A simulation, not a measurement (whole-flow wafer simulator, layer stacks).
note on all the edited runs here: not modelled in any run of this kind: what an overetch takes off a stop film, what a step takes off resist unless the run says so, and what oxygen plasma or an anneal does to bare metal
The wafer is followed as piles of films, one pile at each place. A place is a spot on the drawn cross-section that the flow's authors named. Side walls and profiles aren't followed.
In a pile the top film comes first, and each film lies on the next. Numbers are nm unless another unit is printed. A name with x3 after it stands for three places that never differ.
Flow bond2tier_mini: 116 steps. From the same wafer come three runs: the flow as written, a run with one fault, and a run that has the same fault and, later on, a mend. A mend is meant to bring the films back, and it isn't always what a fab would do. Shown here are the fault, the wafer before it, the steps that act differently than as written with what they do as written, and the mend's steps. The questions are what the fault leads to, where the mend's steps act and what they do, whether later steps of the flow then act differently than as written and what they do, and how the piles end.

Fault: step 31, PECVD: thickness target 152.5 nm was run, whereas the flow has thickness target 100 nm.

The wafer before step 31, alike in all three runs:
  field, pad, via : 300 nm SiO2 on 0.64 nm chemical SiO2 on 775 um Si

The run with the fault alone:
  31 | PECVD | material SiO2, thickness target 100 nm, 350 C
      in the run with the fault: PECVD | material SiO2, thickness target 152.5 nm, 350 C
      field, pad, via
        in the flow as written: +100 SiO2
        in the run with the fault: +152.5 SiO2
  Later steps of the flow that are run all act as written at every place that is followed.
  The piles end different from the flow's at field, pad by more than 2% or 0.5 nm, whichever is larger.
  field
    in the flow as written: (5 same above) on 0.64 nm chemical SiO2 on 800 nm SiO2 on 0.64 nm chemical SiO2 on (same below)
    in the run with the fault: (5 same above) on 0.64 nm chemical SiO2 on 852.5 nm SiO2 on 0.64 nm chemical SiO2 on (same below)
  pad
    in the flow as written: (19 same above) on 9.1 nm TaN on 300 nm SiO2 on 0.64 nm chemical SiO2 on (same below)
    in the run with the fault: (19 same above) on 9.1 nm TaN on 352.5 nm SiO2 on 0.64 nm chemical SiO2 on (same below)

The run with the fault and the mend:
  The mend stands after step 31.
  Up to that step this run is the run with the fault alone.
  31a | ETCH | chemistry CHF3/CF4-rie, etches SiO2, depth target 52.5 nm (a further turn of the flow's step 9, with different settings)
      field, pad, via
        -52.5 SiO2
  Later steps of the flow that are run all act as written at every place that is followed.
  By the end, the piles equal the flow's at every place that both follow.
